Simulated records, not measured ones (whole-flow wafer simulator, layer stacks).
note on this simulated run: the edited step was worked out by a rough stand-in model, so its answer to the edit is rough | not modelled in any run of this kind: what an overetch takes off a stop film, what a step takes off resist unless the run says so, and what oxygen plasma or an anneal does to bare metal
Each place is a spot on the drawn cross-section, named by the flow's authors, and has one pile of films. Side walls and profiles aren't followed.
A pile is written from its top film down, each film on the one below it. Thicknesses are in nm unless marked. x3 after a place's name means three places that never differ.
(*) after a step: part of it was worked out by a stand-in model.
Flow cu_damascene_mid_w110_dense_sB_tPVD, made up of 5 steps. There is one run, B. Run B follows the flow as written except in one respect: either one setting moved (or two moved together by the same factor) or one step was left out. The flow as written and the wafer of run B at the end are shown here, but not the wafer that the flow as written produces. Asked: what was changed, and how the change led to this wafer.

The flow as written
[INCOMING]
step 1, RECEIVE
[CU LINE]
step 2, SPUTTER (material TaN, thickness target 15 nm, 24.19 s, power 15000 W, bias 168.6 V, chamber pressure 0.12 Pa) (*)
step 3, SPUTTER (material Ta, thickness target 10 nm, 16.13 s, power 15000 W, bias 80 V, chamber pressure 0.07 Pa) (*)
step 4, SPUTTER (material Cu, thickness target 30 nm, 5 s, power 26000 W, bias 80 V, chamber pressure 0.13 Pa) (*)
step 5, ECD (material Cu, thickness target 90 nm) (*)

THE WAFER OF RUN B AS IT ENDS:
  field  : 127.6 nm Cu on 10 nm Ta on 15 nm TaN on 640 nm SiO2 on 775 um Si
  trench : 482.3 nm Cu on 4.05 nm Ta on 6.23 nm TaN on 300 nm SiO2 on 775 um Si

What caused this: step 5, ECD: thickness target 97.6 nm was run, while the flow as written has thickness target 90 nm.

Step by step, how the change led to this:
  step 5, ECD (material Cu, thickness target 90 nm) (*)
      field: Cu gains 97.6 (it would be, as written: Cu gains 90)
